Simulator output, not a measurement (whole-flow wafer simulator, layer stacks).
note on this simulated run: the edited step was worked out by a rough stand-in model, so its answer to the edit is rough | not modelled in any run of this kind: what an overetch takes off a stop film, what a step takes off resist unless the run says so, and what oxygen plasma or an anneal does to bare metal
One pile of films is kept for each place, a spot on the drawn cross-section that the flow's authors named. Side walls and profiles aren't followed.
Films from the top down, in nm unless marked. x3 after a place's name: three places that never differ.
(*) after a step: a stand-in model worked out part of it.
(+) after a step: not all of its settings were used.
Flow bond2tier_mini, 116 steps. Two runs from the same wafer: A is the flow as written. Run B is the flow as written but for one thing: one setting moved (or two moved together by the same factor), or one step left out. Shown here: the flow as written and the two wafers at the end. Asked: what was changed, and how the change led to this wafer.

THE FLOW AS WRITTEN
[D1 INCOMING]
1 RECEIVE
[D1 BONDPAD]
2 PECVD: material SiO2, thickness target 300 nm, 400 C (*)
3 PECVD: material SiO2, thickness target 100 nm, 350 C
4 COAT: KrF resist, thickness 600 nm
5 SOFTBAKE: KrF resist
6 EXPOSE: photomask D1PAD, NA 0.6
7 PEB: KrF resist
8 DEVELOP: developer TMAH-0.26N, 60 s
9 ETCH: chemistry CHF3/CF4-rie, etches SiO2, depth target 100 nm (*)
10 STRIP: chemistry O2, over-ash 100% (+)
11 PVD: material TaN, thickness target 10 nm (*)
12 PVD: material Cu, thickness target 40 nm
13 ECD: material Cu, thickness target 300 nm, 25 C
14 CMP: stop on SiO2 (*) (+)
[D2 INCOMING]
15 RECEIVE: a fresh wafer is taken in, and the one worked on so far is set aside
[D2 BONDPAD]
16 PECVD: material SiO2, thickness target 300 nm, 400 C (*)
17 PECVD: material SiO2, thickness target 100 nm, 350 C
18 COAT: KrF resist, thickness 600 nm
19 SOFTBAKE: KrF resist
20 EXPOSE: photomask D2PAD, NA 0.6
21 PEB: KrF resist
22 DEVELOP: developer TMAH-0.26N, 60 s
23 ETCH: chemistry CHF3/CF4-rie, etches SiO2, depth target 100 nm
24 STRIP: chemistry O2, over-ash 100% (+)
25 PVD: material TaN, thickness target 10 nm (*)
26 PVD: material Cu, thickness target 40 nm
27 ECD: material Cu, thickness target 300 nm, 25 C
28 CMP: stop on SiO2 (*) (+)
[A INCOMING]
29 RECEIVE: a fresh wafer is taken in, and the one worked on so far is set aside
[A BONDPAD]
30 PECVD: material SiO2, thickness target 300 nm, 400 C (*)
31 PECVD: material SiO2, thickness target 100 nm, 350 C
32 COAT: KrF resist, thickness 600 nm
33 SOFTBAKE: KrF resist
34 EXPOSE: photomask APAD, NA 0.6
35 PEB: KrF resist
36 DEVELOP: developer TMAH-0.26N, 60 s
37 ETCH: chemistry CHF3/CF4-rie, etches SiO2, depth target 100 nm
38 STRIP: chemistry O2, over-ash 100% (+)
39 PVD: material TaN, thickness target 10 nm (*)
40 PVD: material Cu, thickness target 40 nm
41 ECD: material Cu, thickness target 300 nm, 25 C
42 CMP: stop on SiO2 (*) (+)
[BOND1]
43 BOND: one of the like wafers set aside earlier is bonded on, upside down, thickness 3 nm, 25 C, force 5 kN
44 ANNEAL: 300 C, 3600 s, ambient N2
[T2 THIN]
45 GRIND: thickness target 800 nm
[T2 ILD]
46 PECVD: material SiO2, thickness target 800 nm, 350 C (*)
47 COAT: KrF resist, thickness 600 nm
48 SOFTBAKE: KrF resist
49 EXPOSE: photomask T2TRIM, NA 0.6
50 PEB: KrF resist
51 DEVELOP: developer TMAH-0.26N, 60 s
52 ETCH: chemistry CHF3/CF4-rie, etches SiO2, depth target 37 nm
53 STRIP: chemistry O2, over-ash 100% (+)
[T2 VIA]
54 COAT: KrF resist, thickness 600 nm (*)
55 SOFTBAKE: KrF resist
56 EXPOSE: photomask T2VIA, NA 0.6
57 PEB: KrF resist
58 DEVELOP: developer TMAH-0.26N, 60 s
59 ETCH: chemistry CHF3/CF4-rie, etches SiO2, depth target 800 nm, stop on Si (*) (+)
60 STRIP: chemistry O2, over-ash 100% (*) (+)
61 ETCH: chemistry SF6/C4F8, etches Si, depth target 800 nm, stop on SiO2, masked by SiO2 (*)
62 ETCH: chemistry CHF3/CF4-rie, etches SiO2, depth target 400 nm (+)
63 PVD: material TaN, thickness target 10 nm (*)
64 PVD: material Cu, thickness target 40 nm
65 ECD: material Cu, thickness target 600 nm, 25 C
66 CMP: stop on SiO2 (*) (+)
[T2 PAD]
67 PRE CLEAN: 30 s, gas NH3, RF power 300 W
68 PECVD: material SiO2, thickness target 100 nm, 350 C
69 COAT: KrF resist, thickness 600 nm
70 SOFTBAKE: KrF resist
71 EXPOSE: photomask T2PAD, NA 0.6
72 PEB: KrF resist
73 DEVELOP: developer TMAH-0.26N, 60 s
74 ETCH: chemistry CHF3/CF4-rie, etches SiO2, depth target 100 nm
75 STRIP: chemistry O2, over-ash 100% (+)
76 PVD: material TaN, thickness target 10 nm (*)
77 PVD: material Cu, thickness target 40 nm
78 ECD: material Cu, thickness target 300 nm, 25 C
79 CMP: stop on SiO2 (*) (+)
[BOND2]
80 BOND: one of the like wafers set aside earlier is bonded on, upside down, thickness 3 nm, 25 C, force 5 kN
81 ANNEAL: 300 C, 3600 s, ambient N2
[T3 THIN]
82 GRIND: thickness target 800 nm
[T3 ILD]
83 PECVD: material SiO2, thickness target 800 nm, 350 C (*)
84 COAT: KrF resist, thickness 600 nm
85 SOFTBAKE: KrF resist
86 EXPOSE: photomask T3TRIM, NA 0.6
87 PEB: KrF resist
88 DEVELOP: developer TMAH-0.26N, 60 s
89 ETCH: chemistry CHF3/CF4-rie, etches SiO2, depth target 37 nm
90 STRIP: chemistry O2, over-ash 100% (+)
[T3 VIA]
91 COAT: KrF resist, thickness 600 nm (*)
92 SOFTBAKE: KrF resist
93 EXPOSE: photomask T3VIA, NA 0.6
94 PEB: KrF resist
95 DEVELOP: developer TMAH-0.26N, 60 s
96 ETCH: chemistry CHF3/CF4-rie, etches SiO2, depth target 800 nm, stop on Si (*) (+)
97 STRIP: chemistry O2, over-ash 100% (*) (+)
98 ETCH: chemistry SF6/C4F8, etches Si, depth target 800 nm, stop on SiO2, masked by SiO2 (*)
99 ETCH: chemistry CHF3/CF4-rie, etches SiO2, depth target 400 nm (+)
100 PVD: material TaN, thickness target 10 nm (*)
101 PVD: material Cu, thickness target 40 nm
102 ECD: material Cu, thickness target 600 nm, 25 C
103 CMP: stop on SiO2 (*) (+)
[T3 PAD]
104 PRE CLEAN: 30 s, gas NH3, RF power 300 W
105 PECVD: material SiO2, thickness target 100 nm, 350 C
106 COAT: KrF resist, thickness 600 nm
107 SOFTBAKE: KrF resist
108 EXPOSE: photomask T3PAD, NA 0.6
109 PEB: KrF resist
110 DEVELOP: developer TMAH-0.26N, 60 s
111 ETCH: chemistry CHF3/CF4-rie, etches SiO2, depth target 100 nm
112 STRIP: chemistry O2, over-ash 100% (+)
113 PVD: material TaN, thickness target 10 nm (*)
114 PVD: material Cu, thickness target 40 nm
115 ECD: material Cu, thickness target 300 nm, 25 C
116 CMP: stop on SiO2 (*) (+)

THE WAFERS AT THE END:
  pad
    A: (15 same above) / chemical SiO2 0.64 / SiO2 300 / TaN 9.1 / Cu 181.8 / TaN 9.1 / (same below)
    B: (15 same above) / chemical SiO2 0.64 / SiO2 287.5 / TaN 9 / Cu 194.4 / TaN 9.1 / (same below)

The cause: step 9, ETCH: depth target 112.5 nm was run, where the flow has depth target 100 nm.

How the change led to this, step by step:
  9 ETCH: chemistry CHF3/CF4-rie, etches SiO2, depth target 100 nm (*)
      pad, via: A SiO2 -100 | B SiO2 -112.5
      field: A KrF resist -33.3 | B KrF resist -37.5
  13 ECD: material Cu, thickness target 300 nm, 25 C
      pad: A Cu +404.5 | B Cu +417.5
      via: A Cu +400.2 | B Cu +412.7
  43 BOND: one of the like wafers set aside earlier is bonded on, upside down, thickness 3 nm, 25 C, force 5 kN
      pad: A Si +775 um (new film), chemical SiO2 +0.64 (new film), SiO2 +300 (new film), TaN +9.1 (new film), Cu +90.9 | B Si +775 um (new film), chemical SiO2 +0.64 (new film), SiO2 +287.5 (new film), TaN +9 (new film), Cu +103.5
      via: A Si +775 um (new film), chemical SiO2 +0.64 (new film), SiO2 +300 (new film), TaN +9.97 (new film), Cu +90 | B Si +775 um (new film), chemical SiO2 +0.64 (new film), SiO2 +287.5 (new film), TaN +9.96 (new film), Cu +102.5
